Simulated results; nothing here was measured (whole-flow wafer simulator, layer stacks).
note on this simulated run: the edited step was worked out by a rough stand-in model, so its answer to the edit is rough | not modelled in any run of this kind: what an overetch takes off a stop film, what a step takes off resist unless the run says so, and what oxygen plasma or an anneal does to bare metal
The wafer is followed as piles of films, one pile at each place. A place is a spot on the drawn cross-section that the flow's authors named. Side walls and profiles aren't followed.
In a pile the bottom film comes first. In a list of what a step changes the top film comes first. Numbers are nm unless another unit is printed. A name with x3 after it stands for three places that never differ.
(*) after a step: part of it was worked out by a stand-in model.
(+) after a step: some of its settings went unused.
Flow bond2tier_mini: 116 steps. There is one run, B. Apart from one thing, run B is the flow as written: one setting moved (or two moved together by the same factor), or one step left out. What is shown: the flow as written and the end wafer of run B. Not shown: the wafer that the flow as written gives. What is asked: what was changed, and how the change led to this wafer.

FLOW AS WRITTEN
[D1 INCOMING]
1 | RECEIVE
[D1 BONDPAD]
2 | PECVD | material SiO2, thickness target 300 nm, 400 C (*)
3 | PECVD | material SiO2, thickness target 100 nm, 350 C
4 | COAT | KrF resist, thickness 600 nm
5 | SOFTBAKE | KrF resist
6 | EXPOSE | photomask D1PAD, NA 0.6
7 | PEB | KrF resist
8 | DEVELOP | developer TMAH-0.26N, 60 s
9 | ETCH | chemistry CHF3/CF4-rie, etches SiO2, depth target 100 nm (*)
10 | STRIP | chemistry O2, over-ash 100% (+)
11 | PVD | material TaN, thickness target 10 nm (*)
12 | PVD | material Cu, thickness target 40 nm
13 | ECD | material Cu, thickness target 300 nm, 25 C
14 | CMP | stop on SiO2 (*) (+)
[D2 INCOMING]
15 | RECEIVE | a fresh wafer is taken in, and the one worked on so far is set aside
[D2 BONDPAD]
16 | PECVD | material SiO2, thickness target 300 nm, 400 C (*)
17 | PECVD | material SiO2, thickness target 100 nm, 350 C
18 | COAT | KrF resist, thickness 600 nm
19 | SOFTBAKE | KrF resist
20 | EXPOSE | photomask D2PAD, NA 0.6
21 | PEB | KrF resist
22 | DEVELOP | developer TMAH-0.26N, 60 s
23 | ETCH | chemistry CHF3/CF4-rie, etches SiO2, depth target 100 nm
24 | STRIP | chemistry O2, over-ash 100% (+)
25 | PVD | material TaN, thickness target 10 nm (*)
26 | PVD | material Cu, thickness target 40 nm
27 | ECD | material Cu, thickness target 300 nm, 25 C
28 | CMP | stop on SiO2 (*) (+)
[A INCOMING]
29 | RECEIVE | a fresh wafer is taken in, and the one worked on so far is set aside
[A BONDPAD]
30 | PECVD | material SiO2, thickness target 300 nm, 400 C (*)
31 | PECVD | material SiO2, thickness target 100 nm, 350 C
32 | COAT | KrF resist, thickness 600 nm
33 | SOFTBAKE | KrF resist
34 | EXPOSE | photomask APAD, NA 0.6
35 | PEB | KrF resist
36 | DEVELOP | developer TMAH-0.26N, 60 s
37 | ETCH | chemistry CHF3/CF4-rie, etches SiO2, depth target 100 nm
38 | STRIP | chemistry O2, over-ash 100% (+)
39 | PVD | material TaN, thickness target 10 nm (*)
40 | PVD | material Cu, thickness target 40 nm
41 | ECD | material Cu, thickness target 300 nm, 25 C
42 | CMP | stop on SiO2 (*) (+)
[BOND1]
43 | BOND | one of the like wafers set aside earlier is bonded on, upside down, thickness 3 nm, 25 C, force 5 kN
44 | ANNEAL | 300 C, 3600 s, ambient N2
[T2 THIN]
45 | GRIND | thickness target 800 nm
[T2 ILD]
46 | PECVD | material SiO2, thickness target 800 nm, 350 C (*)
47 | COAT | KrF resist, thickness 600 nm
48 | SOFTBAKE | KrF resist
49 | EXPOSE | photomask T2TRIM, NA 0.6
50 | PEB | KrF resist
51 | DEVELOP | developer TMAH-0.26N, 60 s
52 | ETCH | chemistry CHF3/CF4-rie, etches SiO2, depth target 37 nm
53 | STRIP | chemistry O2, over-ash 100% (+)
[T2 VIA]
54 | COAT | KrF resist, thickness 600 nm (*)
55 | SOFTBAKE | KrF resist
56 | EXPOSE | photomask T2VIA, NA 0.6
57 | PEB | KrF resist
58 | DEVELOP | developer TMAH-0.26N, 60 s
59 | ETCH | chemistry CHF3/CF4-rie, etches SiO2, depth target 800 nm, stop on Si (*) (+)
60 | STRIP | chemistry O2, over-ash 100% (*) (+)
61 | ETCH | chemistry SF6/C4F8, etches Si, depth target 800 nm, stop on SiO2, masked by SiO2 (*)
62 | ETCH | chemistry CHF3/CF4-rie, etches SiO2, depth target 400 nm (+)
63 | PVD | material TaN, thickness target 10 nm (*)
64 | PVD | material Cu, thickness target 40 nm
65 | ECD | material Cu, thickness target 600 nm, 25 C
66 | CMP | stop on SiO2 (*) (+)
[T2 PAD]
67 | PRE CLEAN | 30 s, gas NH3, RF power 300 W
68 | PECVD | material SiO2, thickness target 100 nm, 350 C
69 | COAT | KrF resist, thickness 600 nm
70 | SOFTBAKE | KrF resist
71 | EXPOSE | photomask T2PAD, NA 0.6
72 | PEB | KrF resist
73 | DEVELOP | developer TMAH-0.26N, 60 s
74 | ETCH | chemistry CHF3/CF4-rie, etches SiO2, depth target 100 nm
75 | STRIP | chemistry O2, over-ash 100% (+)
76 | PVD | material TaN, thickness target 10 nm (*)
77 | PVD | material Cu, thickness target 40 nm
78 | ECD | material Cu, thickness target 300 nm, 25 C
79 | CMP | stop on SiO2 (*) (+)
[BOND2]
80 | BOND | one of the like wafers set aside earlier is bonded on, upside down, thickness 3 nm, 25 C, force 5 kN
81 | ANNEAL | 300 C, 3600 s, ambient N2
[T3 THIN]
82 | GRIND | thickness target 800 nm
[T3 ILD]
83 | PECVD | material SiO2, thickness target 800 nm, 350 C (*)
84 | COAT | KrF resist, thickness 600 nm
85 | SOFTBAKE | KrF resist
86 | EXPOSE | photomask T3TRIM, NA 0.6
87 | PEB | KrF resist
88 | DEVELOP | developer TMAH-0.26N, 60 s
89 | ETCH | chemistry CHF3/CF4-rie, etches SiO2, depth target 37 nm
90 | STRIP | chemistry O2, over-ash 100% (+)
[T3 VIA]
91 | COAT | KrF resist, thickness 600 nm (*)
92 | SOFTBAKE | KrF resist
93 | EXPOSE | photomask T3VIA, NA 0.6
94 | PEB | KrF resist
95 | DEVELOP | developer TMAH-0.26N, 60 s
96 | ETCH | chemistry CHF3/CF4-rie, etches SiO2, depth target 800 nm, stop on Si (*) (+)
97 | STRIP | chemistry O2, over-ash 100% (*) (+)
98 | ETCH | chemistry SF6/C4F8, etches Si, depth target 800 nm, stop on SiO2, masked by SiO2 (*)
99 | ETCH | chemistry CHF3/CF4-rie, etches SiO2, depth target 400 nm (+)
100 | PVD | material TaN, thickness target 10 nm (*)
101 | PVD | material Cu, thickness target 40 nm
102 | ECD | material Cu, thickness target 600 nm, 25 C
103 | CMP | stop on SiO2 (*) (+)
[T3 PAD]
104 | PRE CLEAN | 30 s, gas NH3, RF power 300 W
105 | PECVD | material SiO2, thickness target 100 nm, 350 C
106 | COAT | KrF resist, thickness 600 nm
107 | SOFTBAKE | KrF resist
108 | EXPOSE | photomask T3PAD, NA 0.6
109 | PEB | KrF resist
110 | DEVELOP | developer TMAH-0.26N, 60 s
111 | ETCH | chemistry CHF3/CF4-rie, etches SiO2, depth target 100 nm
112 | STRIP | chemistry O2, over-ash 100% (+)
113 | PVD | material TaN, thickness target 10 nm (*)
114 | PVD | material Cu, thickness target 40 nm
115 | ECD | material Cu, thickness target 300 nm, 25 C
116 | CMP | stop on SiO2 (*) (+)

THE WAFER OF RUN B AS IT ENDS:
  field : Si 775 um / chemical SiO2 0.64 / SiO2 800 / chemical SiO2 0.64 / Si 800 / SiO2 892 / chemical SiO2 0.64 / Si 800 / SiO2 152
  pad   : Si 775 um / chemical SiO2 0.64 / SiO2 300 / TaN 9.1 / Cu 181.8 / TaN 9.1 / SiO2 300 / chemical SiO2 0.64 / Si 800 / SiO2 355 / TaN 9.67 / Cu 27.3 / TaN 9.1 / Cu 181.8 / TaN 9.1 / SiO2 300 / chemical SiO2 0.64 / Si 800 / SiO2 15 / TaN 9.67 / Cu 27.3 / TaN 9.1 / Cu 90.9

Cause: step 83, PECVD: thickness target 460 nm was run, while the flow as written has thickness target 800 nm.

The path from the change to this, step by step:
  83 | PECVD | material SiO2, thickness target 800 nm, 350 C (*)
      field, pad: SiO2 gains 460 (new film) (as written it would have been: SiO2 gains 800 (new film))
  96 | ETCH | chemistry CHF3/CF4-rie, etches SiO2, depth target 800 nm, stop on Si (*) (+)
      field, pad: KrF resist loses 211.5 (as written it would have been: KrF resist loses 266.7)
  97 | STRIP | chemistry O2, over-ash 100% (*) (+)
      field: KrF resist loses 359.1 (all of it) (as written it would have been: KrF resist loses 303.9 (all of it))
      pad: KrF resist loses 391.1 (all of it) (as written it would have been: KrF resist loses 336 (all of it))
